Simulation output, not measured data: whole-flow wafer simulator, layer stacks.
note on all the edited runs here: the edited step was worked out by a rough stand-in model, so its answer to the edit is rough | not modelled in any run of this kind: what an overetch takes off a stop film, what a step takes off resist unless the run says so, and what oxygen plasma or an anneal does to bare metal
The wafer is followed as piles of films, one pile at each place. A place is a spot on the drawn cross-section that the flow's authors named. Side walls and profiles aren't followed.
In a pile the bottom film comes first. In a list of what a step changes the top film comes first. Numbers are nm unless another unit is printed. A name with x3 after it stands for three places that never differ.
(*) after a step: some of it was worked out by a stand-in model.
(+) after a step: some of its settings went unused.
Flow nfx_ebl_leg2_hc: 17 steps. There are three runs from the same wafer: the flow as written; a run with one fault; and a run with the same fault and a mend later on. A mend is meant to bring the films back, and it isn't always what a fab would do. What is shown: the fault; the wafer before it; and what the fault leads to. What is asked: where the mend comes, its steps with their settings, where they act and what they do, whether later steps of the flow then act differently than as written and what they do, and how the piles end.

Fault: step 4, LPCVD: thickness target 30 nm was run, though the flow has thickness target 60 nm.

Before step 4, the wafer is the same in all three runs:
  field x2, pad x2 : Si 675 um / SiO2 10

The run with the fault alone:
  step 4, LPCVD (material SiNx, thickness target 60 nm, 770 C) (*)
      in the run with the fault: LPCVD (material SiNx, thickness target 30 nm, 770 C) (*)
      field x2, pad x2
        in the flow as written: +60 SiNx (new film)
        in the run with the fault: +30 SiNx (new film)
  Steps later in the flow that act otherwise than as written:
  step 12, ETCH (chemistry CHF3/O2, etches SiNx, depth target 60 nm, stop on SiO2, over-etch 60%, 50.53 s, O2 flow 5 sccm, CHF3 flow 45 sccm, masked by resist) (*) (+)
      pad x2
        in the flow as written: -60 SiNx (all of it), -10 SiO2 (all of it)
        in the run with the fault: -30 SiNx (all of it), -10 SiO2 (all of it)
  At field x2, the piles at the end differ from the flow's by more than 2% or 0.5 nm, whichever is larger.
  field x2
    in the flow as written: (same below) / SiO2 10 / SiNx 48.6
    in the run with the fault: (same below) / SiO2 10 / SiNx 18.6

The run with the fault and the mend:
  The mend stands after step 5.
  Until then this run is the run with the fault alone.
  step 5a, LPCVD (material SiNx, thickness target 30 nm, 770 C) (*) (the flow's step 4, run once more with other settings)
      field x2, pad x2
        +30 SiNx
  Later steps of the flow that are run all act as written at every place that is followed.
  The piles end the same as the flow's at every place that both follow.
